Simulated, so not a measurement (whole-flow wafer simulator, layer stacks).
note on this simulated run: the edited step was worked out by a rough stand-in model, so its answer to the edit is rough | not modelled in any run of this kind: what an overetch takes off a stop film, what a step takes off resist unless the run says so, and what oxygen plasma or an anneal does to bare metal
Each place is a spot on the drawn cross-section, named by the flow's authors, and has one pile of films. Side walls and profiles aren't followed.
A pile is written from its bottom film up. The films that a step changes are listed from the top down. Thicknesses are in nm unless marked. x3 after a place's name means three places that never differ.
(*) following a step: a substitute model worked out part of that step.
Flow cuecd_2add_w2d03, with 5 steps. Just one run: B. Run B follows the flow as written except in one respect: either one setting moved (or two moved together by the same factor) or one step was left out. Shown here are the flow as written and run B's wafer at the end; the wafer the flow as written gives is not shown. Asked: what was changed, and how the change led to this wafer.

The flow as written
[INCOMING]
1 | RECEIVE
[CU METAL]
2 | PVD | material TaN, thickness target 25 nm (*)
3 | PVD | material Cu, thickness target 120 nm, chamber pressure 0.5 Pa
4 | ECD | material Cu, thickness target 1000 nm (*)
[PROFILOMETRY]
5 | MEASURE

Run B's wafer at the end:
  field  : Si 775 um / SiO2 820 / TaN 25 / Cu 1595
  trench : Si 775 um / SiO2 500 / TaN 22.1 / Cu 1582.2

Cause: step 4, ECD: thickness target 1475 nm was run, while the flow as written has thickness target 1000 nm.

How this came from the change, step by step:
  4 | ECD | material Cu, thickness target 1000 nm (*)
      field, trench: Cu gains 1475 (it would be, as written: Cu gains 1000)
